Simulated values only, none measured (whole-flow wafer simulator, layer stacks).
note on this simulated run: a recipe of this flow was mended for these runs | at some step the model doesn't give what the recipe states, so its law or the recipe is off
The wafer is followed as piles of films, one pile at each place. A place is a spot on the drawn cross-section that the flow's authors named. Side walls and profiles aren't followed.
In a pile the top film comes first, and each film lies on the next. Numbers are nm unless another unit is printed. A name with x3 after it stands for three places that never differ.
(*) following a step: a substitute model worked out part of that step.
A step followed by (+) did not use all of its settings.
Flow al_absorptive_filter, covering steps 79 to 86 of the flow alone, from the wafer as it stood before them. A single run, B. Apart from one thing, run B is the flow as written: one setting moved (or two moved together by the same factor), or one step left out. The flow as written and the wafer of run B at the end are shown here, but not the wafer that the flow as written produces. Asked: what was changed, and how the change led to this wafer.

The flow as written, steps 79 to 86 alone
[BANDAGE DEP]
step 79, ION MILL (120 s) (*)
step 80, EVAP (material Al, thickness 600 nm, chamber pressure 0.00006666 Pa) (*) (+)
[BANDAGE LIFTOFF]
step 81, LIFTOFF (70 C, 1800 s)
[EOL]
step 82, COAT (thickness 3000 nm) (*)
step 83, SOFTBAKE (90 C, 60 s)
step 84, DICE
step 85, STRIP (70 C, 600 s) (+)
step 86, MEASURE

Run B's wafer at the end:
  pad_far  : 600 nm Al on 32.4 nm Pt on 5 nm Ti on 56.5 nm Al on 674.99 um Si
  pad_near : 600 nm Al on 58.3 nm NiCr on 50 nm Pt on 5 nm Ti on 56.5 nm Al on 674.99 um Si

The reason: step 79, ION MILL: 144 s was run, while the flow as written has 120 s.

How this came from the change, step by step:
  step 79, ION MILL (120 s) (*)
      gnd, ledge, res and 9 more: -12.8 i-line-resist (it would be, as written: -10.7 i-line-resist)
      pad_far: -17.6 Pt (it would be, as written: -14.7 Pt)
      (and at 1 other place as well)
